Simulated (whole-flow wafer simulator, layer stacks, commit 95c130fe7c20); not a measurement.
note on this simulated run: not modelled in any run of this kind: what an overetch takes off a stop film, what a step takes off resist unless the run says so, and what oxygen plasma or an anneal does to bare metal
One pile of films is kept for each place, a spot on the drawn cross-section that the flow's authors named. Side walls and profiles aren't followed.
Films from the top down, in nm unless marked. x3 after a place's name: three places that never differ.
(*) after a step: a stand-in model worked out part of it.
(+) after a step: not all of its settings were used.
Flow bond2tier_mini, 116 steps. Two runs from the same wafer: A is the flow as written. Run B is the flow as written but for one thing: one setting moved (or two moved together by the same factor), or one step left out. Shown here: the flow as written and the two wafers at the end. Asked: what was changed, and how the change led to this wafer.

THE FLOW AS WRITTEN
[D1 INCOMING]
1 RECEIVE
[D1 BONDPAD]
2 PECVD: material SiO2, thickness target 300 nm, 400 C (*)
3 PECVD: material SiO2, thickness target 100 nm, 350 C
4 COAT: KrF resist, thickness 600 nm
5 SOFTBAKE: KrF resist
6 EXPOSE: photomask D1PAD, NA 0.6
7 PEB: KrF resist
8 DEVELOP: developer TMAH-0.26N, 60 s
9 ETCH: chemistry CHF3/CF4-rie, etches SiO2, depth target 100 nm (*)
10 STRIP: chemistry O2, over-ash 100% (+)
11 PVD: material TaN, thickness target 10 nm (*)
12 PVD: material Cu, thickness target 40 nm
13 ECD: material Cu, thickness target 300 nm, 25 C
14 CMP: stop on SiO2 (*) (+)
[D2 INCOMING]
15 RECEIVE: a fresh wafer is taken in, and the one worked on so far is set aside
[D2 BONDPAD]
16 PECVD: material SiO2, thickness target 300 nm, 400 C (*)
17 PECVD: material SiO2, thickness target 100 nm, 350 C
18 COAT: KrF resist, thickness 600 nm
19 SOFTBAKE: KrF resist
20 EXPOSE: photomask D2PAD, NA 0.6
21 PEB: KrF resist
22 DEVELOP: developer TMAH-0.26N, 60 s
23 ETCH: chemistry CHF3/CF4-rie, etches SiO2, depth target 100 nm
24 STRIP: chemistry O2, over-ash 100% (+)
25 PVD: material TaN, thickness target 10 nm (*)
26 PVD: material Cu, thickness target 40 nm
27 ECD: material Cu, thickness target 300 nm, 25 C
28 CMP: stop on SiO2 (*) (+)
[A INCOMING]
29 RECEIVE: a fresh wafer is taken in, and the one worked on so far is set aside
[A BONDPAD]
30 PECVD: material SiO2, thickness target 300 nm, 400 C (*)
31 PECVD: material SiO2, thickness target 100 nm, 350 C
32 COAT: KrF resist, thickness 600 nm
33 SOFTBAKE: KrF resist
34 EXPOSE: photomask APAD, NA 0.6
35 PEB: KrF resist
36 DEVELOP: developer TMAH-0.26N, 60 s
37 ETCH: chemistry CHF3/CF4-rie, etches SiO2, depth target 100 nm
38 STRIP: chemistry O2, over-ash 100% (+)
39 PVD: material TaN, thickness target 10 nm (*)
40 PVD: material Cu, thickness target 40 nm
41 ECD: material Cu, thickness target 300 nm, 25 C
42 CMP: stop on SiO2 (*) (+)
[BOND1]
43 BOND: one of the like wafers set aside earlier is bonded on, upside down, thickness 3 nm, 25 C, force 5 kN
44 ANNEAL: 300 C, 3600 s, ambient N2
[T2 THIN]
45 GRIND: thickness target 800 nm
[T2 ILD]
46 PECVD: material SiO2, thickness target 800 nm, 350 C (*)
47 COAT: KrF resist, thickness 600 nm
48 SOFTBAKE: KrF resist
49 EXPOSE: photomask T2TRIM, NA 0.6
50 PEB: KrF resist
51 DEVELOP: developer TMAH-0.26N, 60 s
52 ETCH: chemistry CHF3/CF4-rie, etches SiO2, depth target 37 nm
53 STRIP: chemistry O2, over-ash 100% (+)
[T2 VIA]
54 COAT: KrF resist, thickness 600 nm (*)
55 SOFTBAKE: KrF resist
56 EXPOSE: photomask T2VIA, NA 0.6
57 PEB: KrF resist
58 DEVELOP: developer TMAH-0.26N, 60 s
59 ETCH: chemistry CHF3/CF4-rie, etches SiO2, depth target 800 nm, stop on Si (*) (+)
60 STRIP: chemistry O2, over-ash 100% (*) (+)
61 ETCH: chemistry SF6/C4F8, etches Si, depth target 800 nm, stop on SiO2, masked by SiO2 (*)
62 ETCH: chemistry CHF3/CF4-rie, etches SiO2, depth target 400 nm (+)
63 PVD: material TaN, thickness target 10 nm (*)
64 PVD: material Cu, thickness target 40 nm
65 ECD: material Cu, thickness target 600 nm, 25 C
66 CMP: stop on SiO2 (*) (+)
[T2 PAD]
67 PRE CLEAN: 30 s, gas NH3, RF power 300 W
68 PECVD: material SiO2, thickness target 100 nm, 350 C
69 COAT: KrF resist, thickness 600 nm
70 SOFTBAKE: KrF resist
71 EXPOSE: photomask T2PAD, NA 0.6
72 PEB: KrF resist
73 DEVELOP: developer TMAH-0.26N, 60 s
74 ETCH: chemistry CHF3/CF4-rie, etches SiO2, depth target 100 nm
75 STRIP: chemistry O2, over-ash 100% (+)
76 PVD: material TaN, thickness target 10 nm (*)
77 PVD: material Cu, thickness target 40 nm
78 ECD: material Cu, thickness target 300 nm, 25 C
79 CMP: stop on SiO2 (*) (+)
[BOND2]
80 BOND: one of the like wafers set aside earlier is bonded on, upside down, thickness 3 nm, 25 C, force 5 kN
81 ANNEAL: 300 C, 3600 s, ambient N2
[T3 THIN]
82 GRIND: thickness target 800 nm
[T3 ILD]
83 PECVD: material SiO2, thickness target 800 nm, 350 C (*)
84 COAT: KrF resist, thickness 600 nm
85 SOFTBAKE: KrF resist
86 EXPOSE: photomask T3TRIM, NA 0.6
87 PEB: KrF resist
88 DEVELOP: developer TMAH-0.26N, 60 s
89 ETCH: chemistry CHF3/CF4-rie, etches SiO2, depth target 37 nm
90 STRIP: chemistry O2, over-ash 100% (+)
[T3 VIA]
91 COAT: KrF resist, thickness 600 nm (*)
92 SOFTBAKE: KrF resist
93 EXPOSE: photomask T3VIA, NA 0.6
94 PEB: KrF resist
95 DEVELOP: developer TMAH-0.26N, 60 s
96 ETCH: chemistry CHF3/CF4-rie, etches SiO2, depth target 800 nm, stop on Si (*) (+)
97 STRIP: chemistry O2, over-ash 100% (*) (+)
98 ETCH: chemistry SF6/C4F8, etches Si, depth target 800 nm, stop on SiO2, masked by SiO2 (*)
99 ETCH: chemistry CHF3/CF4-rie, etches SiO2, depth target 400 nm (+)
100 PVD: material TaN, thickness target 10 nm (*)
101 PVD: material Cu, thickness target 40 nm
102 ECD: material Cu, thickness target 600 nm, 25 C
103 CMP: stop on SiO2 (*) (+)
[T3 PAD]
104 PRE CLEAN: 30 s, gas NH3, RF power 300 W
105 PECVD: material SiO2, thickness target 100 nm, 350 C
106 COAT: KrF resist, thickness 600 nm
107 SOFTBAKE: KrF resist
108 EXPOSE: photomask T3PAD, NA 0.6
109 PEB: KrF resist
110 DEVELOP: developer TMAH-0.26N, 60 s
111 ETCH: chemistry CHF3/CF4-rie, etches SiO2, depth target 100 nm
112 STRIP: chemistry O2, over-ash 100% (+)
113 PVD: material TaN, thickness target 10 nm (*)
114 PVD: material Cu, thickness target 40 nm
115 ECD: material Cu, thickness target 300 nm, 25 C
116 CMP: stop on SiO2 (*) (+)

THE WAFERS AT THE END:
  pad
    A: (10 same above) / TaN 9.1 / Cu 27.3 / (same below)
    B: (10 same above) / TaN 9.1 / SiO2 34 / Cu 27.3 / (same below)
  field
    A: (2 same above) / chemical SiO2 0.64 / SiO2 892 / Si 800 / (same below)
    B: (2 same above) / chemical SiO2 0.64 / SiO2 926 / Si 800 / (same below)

The cause: step 68, PECVD: thickness target 134 nm was run, where the flow has thickness target 100 nm.

How the change led to this, step by step:
  68 PECVD: material SiO2, thickness target 100 nm, 350 C
      field: A SiO2 +100 | B SiO2 +134
      pad: A SiO2 +100 (new film) | B SiO2 +134 (new film)
  74 ETCH: chemistry CHF3/CF4-rie, etches SiO2, depth target 100 nm
      pad: A SiO2 -100 (all of it) | B SiO2 -100
Counting metal films that touch as one body, pad has 4 bodies (between them, from the top down: SiO2 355 / Si 800 / chemical SiO2 0.64 / SiO2 300; SiO2 34; SiO2 355 / Si 800 / chemical SiO2 0.64 / SiO2 300); the flow as written gives 3 bodies (between them, from the top down: SiO2 355 / Si 800 / chemical SiO2 0.64 / SiO2 300; SiO2 355 / Si 800 / chemical SiO2 0.64 / SiO2 300).
